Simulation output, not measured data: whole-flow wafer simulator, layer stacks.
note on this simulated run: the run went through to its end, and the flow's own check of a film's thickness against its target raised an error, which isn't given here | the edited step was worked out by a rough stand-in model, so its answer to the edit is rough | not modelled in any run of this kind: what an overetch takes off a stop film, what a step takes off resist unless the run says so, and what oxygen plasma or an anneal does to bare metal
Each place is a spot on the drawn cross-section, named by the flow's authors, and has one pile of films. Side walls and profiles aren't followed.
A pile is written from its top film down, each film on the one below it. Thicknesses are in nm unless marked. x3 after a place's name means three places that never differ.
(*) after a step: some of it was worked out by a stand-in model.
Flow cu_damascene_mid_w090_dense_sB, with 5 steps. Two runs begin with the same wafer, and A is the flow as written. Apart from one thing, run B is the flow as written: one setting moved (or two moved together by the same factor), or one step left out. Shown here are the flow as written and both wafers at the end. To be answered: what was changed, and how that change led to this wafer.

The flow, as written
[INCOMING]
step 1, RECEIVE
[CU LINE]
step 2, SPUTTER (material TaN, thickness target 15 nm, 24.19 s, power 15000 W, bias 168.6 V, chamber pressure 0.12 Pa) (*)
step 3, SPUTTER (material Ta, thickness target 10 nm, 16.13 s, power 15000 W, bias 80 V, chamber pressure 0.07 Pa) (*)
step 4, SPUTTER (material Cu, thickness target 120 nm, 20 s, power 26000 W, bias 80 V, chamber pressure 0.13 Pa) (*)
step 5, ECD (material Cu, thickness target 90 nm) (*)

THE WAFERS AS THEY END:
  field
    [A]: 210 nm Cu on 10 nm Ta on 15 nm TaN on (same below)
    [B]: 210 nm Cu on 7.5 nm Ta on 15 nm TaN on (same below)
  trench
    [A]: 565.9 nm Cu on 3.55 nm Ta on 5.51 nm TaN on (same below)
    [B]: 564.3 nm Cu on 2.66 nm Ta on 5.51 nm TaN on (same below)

What caused this: step 3, SPUTTER: thickness target 7.5 nm was run, while the flow as written has thickness target 10 nm; step 3, SPUTTER: 12.1 s was run, where the flow has 16.13 s.
The wafer itself shows it: field has Ta 7.5, and step 3 as written asks for 10 nm.

The path from the change to this, step by step:
  step 3, SPUTTER (material Ta, thickness target 10 nm, 16.13 s, power 15000 W, bias 80 V, chamber pressure 0.07 Pa) (*)
      field: A Ta gains 10 (new film) | B Ta gains 7.5 (new film)
      trench: A Ta gains 3.55 (new film) | B Ta gains 2.66 (new film)
